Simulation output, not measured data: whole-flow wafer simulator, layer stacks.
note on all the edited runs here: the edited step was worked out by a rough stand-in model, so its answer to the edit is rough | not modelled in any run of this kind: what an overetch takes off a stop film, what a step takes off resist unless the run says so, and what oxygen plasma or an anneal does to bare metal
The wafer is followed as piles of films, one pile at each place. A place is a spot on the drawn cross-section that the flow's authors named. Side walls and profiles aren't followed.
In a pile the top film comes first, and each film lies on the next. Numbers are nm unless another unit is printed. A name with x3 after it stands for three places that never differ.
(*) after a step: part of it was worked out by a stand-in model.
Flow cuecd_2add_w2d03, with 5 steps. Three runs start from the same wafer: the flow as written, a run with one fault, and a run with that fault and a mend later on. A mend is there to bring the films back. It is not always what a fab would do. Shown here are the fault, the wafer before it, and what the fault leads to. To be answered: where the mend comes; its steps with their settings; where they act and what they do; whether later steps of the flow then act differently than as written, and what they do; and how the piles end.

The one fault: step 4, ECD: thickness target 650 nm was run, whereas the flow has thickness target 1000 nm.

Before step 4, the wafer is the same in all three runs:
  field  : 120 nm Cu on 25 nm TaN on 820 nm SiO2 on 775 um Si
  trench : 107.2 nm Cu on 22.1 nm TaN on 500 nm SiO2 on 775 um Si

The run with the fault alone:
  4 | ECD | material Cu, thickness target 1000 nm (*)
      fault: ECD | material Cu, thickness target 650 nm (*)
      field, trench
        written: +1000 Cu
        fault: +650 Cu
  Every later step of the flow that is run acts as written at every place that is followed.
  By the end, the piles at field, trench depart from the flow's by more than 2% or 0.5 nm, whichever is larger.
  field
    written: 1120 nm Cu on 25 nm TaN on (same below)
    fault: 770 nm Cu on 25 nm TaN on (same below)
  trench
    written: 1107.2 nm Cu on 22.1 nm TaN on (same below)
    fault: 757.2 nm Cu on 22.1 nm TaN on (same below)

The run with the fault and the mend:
  The mend follows step 5.
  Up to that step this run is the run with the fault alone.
  5a | ECD | material Cu, thickness target 350 nm (*) (the flow's step 4, run once more with other settings)
      field, trench
        +350 Cu
  Every later step of the flow that is run acts as written at every place that is followed.
  The piles end the same as the flow's at every place that both follow.
